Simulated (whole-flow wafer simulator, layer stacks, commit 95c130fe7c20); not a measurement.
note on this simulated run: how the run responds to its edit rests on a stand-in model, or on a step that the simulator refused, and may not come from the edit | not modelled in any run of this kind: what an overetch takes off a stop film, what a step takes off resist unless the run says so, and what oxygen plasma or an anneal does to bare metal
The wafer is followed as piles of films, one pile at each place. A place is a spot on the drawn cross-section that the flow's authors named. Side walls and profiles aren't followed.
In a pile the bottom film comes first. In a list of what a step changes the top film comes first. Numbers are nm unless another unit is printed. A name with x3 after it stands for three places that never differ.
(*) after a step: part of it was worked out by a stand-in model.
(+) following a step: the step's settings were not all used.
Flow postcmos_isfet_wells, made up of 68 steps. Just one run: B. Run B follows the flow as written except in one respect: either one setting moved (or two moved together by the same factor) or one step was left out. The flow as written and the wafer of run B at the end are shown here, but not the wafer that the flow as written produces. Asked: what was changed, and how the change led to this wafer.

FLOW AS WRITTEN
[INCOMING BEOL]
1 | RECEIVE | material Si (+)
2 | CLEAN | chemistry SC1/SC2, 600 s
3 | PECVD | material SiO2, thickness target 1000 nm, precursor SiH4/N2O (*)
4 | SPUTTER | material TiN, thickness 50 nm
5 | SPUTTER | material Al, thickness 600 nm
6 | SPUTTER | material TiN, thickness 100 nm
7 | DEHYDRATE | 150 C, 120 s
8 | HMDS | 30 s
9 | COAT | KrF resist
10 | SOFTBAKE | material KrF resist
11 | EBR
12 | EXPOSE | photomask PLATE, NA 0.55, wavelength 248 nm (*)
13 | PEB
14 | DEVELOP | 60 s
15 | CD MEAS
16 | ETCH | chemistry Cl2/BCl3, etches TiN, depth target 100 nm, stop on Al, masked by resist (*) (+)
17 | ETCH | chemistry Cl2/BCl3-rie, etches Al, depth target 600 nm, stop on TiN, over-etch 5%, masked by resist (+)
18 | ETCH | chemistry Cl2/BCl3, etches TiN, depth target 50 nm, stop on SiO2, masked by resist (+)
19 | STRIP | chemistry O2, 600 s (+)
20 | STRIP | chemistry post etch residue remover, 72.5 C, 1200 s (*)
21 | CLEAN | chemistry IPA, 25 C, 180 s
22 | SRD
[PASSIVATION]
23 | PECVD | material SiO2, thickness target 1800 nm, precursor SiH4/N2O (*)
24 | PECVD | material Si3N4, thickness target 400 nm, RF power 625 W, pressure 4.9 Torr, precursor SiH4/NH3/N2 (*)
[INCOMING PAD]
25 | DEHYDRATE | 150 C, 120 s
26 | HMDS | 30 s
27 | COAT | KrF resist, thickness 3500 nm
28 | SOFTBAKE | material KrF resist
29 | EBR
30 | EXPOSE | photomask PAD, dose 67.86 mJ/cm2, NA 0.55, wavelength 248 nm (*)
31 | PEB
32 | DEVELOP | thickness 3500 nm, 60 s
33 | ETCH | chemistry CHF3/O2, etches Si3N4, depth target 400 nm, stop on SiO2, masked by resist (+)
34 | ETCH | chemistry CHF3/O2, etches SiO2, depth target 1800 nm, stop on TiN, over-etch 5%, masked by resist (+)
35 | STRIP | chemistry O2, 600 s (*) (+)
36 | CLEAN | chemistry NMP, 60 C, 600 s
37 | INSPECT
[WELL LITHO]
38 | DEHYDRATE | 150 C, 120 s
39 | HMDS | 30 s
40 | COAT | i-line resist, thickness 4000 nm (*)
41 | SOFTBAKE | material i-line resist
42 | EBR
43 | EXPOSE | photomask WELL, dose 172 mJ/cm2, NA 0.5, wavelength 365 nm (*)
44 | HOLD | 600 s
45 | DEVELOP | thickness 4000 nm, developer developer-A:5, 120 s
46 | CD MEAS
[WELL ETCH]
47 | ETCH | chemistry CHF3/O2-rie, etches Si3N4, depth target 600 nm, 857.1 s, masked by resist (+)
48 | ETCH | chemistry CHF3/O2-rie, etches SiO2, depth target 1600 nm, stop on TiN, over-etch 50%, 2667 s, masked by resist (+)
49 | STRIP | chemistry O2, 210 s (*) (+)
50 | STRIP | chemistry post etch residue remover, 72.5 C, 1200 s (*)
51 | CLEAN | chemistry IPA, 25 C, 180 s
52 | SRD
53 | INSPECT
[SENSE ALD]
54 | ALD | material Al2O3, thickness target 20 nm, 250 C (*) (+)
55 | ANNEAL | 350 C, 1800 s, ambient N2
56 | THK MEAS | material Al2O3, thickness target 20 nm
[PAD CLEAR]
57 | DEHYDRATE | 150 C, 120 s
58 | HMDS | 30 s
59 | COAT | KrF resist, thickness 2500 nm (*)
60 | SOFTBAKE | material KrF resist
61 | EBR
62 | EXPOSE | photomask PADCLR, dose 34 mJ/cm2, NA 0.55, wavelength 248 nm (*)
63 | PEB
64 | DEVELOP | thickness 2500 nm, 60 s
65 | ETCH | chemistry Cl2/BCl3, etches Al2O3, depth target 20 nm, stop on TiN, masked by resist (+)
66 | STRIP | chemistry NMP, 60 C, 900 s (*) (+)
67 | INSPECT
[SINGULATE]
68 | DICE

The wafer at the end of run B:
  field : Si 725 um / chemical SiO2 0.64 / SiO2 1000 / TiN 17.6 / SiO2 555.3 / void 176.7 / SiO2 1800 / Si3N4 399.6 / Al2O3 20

Cause: step 18, ETCH: depth target 32 nm was run, though the flow has depth target 50 nm.

Step by step, how the change led to this:
  18 | ETCH | chemistry Cl2/BCl3, etches TiN, depth target 50 nm, stop on SiO2, masked by resist (+)
      field: -32 TiN (it would be, as written: -50 TiN (all of it))
      margin, well900, well1300 x3, pad_rim, pad_clr, pad_open: -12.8 KrF resist (it would be, as written: -20 KrF resist)
  23 | PECVD | material SiO2, thickness target 1800 nm, precursor SiH4/N2O (*)
      field: +1800 SiO2 (new film), +176.7 void (new film), +555.3 SiO2 (new film) (it would be, as written: +1800 SiO2 (new film), +189.9 void (new film), +559.7 SiO2)
With metal films that touch counted as one body, field has 1 body; the flow as written gives 0 bodies.
